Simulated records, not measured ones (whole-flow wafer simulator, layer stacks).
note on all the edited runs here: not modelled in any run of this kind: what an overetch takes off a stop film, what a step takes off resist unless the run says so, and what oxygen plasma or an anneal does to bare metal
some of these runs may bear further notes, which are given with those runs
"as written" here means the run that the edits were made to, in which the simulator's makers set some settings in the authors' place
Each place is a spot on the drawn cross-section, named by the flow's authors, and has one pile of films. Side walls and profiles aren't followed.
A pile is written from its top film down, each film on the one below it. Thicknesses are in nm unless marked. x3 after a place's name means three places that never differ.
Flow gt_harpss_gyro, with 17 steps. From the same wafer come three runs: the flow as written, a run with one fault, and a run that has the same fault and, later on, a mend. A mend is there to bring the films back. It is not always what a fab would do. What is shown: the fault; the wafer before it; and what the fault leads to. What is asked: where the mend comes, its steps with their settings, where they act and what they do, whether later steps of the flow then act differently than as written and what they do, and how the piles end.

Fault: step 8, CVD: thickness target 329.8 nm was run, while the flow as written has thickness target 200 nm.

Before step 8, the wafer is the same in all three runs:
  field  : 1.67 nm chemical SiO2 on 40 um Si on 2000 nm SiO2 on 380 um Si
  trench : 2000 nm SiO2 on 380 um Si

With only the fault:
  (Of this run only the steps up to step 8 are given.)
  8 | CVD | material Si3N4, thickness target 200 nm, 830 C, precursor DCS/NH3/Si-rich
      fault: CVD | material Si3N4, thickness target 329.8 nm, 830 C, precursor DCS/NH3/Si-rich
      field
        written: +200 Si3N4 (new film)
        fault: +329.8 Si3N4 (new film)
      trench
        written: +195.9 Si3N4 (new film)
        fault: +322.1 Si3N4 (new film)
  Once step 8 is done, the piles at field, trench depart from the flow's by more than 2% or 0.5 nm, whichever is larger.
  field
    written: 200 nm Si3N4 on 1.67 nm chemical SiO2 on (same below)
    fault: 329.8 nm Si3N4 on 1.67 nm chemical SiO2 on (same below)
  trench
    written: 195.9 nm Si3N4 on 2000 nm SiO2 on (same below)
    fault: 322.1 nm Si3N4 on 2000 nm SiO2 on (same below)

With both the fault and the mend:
  The mend follows step 8.
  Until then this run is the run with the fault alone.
  8a | ETCH | chemistry h3po4, depth target 378.7 nm
      field
        -329.8 Si3N4 (all of it)
      trench
        -322.1 Si3N4 (all of it)
  8b | CLEAN | chemistry SPM (the flow's step 1 again)
      does not change any film at any place that is followed
  8c | CVD | material Si3N4, thickness target 200 nm, 830 C, precursor DCS/NH3/Si-rich (the flow's step 8 again)
      field
        +200 Si3N4 (new film)
      trench
        +195.9 Si3N4 (new film)
  None of the later steps of the flow acts differently than as written at any place that is followed.
  At every place that both follow, the piles at the end match the flow's.
